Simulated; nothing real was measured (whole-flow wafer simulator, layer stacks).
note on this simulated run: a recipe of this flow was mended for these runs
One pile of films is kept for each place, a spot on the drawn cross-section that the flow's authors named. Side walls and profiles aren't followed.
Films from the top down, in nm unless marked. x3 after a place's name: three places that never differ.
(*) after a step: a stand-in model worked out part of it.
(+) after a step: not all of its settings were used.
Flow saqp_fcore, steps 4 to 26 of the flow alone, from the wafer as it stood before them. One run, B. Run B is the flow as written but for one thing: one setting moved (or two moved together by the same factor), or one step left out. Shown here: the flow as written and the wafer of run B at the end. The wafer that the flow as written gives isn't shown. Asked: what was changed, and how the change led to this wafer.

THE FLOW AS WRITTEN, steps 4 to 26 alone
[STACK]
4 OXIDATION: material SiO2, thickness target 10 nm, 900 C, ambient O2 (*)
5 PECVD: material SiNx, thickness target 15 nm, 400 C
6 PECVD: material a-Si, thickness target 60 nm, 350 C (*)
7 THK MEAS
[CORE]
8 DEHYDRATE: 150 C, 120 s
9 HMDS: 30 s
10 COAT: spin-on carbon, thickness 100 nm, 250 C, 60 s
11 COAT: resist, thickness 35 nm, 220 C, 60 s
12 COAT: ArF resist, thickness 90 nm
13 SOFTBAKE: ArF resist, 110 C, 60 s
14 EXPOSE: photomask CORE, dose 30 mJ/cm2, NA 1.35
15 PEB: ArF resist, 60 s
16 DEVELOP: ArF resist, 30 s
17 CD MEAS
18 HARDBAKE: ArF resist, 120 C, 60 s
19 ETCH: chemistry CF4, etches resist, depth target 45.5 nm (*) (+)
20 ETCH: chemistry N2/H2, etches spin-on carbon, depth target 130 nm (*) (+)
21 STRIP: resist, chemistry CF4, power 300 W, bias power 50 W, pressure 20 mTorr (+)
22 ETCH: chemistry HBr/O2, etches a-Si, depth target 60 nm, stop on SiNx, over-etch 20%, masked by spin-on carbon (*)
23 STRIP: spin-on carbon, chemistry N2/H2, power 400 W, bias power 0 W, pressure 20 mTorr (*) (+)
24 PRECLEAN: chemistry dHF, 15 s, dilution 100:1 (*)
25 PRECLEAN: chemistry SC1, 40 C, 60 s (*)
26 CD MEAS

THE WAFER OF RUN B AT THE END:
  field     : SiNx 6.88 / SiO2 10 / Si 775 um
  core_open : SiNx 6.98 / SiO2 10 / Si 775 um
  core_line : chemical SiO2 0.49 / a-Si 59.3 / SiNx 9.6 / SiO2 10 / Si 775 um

The cause: step 5, PECVD: thickness target 9.6 nm was run, where the flow has thickness target 15 nm.
It can be read off the wafer: core_line has SiNx 9.6, and step 5 as written asks for 15 nm.

How the change led to this, step by step:
  5 PECVD: material SiNx, thickness target 15 nm, 400 C
      field, core_open, core_line: SiNx +9.6 (new film) (as written it would be: SiNx +15 (new film))
